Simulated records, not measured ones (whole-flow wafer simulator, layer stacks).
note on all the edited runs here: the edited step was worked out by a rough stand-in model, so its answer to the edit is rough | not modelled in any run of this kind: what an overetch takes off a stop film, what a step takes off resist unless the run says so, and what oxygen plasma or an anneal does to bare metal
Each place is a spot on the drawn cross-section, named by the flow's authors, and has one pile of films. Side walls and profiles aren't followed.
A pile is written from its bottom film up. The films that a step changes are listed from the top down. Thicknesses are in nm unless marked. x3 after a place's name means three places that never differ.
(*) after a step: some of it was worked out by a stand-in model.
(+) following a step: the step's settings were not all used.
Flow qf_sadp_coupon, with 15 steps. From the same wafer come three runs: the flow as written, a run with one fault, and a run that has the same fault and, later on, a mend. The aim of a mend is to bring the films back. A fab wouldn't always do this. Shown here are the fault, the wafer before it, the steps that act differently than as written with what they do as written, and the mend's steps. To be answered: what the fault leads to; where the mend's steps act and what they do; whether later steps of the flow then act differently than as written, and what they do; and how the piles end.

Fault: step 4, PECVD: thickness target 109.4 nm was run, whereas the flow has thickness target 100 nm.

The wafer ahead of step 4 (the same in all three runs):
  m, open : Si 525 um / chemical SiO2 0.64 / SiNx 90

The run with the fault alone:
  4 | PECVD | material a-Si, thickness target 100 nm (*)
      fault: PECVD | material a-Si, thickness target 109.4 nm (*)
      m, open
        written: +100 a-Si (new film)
        fault: +109.4 a-Si (new film)
  Steps further on in the flow that do not act as written:
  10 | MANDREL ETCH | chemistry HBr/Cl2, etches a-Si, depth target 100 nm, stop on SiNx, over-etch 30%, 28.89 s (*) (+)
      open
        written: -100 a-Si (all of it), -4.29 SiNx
        fault: -109.4 a-Si (all of it), -2.94 SiNx
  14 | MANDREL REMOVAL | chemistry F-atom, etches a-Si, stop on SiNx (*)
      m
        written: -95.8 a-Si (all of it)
        fault: -105.2 a-Si (all of it)
  The piles end only slightly different from the flow's at the places that both follow, by no more than 2% or 0.5 nm, whichever is larger.

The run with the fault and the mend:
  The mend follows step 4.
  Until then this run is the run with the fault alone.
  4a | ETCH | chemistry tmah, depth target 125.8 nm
      m, open
        -109.4 a-Si (all of it)
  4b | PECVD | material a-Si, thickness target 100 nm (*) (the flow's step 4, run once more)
      m, open
        +100 a-Si (new film)
  Later steps of the flow that are run all act as written at every place that is followed.
  At every place that both follow, the piles at the end match the flow's.
